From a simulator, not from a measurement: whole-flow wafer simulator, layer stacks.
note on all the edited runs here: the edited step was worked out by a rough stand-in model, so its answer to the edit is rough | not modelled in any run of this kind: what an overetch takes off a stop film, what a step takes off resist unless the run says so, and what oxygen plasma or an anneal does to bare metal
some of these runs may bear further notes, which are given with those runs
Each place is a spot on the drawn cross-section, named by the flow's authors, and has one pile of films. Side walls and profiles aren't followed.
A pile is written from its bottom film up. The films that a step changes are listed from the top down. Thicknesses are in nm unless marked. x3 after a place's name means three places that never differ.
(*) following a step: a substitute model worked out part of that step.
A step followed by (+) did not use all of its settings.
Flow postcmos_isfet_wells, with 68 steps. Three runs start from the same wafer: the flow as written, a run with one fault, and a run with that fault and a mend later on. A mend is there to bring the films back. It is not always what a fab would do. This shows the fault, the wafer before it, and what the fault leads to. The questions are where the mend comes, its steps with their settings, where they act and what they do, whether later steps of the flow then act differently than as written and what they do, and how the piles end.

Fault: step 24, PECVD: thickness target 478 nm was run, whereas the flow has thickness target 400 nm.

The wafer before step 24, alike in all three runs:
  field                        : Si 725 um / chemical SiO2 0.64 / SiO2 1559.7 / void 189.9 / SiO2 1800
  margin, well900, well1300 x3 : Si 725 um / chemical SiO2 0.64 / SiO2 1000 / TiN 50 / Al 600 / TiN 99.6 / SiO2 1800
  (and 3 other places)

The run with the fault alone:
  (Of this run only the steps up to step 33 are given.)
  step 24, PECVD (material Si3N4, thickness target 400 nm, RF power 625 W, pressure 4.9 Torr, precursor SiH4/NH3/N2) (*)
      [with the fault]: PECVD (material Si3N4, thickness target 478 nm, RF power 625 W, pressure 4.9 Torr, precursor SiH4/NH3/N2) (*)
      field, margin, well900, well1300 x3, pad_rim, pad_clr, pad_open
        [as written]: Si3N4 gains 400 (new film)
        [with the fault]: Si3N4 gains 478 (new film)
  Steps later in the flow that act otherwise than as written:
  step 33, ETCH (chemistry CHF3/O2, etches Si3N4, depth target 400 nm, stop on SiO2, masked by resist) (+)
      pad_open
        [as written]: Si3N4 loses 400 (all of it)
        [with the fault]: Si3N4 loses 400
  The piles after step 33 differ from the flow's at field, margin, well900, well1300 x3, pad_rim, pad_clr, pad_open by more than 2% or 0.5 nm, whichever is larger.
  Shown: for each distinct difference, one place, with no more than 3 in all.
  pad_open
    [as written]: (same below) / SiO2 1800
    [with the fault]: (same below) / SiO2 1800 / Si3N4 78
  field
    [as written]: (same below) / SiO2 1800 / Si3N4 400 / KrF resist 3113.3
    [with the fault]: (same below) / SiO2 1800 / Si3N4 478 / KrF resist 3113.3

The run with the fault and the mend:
  The mend stands after step 24.
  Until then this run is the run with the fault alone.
  step 24a, ETCH (chemistry h3po4, depth target 78 nm)
      field, margin, well900, well1300 x3, pad_rim, pad_clr, pad_open
        Si3N4 loses 78
  Later steps of the flow that are run all act as written at every place that is followed.
  At every place that both follow, the piles at the end match the flow's.
